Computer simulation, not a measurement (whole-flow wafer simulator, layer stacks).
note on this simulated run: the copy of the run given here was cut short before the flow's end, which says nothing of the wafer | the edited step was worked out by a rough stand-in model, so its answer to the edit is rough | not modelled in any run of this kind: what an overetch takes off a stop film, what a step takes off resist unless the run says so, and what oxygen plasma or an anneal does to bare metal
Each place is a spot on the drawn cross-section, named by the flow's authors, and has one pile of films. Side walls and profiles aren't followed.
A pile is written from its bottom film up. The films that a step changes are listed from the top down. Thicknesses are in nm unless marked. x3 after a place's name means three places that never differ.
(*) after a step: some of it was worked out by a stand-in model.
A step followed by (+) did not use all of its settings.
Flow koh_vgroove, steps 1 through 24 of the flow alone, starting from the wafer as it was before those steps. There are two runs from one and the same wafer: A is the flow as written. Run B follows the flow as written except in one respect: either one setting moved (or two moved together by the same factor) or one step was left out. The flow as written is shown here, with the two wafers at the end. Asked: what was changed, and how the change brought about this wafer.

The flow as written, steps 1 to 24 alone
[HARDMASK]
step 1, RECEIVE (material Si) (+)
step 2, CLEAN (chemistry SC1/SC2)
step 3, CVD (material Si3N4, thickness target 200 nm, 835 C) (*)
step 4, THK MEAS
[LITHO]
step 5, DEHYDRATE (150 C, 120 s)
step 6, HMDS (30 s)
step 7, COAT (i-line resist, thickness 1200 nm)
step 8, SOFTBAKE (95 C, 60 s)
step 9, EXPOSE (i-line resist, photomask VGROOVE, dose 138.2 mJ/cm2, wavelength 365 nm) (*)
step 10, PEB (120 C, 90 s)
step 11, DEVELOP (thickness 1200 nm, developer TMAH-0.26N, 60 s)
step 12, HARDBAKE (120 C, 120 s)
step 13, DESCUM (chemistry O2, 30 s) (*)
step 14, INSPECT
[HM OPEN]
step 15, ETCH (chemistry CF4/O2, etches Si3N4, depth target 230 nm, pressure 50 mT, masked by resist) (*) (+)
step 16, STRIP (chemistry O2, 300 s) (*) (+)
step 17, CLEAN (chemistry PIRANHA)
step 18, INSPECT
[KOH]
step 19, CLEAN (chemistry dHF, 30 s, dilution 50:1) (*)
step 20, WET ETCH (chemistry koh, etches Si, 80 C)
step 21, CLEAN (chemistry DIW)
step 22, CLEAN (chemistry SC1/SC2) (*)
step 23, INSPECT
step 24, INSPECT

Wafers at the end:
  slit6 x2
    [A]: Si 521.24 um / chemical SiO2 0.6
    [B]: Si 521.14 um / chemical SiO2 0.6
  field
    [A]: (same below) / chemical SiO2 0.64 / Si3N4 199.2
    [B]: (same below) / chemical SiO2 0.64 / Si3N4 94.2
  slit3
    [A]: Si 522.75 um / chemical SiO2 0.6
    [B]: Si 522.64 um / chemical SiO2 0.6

What caused this: step 3, CVD: thickness target 95 nm was run, while the flow as written has thickness target 200 nm.

Step by step, how the change led to this:
  step 3, CVD (material Si3N4, thickness target 200 nm, 835 C) (*)
      field, slit3, slit2, slit6 x2: A Si3N4 gains 200 (new film) | B Si3N4 gains 95 (new film)
  step 15, ETCH (chemistry CF4/O2, etches Si3N4, depth target 230 nm, pressure 50 mT, masked by resist) (*) (+)
      slit3, slit2, slit6 x2: A Si3N4 loses 200 (all of it), chemical SiO2 loses 0.64 (all of it), Si loses 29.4 | B Si3N4 loses 95 (all of it), chemical SiO2 loses 0.64 (all of it), Si loses 134.4
